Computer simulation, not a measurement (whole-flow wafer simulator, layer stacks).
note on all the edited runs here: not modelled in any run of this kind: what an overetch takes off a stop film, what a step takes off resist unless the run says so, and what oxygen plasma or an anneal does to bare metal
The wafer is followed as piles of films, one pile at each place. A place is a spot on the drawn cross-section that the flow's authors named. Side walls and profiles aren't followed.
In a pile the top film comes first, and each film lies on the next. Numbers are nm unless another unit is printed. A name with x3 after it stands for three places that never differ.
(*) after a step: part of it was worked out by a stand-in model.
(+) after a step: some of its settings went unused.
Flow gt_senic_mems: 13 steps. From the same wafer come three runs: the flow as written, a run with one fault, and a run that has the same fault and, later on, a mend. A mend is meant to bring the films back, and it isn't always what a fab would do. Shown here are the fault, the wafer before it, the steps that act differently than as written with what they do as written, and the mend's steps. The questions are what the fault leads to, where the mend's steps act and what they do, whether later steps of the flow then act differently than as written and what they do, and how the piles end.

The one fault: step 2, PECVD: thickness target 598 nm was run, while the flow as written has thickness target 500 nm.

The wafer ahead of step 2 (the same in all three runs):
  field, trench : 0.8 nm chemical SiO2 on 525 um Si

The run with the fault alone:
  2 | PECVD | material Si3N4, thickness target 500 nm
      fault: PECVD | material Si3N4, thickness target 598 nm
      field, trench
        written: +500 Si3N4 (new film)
        fault: +598 Si3N4 (new film)
  Later steps of the flow acting differently than as written (1 more step, not shown, differs only slightly: by at most 2% or 0.5 nm, whichever is larger):
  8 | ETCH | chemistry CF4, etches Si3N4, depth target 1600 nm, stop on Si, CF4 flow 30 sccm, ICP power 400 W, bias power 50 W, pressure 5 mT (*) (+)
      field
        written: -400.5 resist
        fault: -465.9 resist
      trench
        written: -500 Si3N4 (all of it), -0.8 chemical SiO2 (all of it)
        fault: -598 Si3N4 (all of it), -0.8 chemical SiO2 (all of it)
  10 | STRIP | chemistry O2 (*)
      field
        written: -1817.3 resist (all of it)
        fault: -1752 resist (all of it)
  By the end, the piles at field depart from the flow's by more than 2% or 0.5 nm, whichever is larger.
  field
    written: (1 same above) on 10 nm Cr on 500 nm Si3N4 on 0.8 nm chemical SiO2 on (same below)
    fault: (1 same above) on 10 nm Cr on 598 nm Si3N4 on 0.8 nm chemical SiO2 on (same below)

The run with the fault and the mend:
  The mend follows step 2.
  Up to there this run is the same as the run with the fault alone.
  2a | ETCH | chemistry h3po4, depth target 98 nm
      field, trench
        -98 Si3N4
  Later steps of the flow that are run all act as written at every place that is followed.
  At every place that both follow, the piles at the end match the flow's.
